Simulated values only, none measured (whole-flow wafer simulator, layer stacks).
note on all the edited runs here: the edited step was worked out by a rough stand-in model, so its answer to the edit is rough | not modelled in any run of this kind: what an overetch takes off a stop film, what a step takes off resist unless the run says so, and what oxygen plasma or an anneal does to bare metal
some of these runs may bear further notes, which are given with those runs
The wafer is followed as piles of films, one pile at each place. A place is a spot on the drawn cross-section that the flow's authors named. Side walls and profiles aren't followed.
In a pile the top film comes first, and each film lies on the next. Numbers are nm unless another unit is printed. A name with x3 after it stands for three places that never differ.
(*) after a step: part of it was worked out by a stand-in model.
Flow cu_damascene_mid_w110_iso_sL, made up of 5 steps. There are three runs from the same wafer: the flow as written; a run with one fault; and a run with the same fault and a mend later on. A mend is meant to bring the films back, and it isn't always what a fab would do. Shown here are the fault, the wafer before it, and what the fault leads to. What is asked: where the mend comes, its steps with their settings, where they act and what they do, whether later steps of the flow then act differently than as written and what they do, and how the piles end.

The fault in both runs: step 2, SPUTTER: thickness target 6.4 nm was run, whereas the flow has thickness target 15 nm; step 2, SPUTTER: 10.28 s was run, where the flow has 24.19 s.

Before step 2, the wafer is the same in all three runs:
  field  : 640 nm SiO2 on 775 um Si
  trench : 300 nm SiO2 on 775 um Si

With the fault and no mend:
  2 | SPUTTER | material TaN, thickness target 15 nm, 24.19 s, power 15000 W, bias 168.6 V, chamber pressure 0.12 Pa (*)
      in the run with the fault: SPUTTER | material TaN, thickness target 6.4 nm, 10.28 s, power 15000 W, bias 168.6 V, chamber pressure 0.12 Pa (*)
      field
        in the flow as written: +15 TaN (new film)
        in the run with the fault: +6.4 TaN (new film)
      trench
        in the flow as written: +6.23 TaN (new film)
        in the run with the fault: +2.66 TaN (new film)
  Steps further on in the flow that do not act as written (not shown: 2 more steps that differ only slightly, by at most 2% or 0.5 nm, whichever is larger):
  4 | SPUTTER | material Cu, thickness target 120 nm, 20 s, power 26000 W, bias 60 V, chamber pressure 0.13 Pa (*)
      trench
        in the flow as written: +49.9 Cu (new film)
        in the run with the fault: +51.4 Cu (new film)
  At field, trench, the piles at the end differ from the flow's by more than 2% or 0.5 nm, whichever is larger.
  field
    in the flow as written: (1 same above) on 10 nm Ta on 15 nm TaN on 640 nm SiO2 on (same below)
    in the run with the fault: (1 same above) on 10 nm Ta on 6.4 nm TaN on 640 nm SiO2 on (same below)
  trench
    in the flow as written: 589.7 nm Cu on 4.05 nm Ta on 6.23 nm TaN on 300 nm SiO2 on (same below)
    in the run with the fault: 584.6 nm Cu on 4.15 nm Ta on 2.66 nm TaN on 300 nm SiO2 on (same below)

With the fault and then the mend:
  The mend stands after step 2.
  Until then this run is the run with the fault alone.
  2a | SPUTTER | material TaN, thickness target 8.6 nm, 13.87 s, power 15000 W, bias 168.6 V, chamber pressure 0.12 Pa (*) (a further turn of the flow's step 2, with different settings)
      field
        +8.6 TaN
      trench
        +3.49 TaN
  Every later step of the flow that is run acts as written, at every place that is followed, to within 2% or 0.5 nm, whichever is larger.
  At the end the piles are close to the flow's at the places that both follow, differing by at most 2% or 0.5 nm, whichever is larger.
